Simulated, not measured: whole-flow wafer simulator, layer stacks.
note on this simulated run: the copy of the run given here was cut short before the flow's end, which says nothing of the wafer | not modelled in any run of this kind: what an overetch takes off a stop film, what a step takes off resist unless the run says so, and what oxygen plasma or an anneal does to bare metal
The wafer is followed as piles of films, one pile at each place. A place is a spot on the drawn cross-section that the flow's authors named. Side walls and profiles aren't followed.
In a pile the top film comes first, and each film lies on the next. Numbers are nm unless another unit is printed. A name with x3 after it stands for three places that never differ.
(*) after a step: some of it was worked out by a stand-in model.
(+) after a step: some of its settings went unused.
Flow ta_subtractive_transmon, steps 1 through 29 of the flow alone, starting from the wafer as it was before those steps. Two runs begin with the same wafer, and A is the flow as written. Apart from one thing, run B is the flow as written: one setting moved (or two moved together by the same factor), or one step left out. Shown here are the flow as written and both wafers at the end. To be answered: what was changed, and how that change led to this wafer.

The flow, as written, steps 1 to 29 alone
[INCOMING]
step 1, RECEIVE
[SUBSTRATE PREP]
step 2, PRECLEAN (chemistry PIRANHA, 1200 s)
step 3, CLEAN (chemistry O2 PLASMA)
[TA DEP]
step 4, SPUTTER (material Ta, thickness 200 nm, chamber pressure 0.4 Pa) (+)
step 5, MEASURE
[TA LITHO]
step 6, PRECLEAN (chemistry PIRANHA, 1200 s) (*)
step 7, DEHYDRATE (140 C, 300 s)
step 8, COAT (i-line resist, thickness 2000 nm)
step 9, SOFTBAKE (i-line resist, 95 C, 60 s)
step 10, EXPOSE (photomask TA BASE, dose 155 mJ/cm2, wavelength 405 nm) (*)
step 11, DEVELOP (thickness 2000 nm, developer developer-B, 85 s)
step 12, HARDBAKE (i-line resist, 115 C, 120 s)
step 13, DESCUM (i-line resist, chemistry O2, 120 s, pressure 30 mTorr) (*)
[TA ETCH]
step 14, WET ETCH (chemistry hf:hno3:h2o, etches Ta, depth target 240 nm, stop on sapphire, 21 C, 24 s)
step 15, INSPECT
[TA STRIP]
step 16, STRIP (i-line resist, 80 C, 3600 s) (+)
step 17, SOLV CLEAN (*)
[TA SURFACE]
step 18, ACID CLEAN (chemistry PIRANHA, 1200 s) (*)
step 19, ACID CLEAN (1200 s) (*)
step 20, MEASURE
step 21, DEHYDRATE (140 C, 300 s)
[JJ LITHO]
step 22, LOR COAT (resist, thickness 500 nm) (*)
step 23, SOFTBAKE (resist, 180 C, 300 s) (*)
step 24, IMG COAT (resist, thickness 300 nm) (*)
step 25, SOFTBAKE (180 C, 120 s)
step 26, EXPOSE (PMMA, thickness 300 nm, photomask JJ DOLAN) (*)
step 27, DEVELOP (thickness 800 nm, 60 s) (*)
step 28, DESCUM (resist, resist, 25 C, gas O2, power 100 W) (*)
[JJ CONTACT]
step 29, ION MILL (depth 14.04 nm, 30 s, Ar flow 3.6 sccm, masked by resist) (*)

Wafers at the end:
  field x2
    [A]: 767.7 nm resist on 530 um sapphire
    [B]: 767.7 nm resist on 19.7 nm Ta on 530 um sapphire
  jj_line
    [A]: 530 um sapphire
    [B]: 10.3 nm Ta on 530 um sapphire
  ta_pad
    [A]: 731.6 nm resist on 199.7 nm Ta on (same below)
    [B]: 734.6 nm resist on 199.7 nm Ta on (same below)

The reason: step 14, WET ETCH: 18 s was run, while the flow as written has 24 s.

The path from the change to this, step by step:
  step 14, WET ETCH (chemistry hf:hno3:h2o, etches Ta, depth target 240 nm, stop on sapphire, 21 C, 24 s)
      field x2, jj_line, lead: A -200 Ta (all of it) | B -180 Ta
  step 29, ION MILL (depth 14.04 nm, 30 s, Ar flow 3.6 sccm, masked by resist) (*)
      jj_line, lead: A -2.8 sapphire | B -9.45 Ta
If metal films that touch count as one body, field x2 has 1 body; the flow as written gives 0 bodies.
If metal films that touch count as one body, jj_line has 1 body; the flow as written gives 0 bodies.
